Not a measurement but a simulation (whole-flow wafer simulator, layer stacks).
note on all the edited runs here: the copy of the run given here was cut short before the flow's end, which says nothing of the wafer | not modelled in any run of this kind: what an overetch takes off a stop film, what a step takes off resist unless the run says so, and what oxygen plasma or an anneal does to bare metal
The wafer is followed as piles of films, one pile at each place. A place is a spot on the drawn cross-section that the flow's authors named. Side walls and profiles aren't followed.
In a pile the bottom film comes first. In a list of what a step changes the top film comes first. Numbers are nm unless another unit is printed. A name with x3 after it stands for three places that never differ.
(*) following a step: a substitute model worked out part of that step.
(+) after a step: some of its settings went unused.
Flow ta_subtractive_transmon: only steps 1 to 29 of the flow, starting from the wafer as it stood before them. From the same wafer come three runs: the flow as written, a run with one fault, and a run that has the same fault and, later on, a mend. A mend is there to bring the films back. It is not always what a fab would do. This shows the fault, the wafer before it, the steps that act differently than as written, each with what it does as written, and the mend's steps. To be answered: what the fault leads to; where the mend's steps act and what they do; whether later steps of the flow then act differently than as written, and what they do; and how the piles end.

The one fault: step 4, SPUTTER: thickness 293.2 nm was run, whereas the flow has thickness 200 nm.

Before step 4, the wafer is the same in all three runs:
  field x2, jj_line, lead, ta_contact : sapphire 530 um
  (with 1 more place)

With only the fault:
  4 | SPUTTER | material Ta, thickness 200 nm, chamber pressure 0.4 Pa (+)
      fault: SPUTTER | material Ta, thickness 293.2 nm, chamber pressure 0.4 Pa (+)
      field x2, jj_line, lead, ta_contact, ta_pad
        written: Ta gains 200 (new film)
        fault: Ta gains 293.2 (new film)
  Steps later in the flow that act otherwise than as written (3 other steps are not shown; they differ only slightly, by no more than 2% or 0.5 nm, whichever is larger):
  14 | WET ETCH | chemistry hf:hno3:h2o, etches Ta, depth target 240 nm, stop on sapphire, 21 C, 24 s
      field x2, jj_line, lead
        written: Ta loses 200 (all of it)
        fault: Ta loses 240
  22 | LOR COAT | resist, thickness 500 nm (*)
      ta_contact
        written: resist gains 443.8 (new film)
        fault: resist gains 433.7 (new film)
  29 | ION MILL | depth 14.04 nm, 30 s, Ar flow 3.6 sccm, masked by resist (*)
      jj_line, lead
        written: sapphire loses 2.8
        fault: Ta loses 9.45
  At field x2, jj_line, lead, ta_contact, ta_pad, the piles at the end differ from the flow's by more than 2% or 0.5 nm, whichever is larger.
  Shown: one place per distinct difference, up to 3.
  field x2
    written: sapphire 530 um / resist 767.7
    fault: sapphire 530 um / Ta 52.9 / resist 767.7
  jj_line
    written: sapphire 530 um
    fault: sapphire 530 um / Ta 43.5
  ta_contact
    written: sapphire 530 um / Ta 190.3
    fault: sapphire 530 um / Ta 283.5

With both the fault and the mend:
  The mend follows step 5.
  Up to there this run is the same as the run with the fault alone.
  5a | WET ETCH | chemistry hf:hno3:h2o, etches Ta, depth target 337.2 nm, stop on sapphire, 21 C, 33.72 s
      field x2, jj_line, lead, ta_contact, ta_pad
        Ta loses 293.2 (all of it)
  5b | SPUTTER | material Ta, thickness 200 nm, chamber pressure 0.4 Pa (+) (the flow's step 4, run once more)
      field x2, jj_line, lead, ta_contact, ta_pad
        Ta gains 200 (new film)
  Later steps of the flow that are run all act as written at every place that is followed.
  By the end, the piles equal the flow's at every place that both follow.
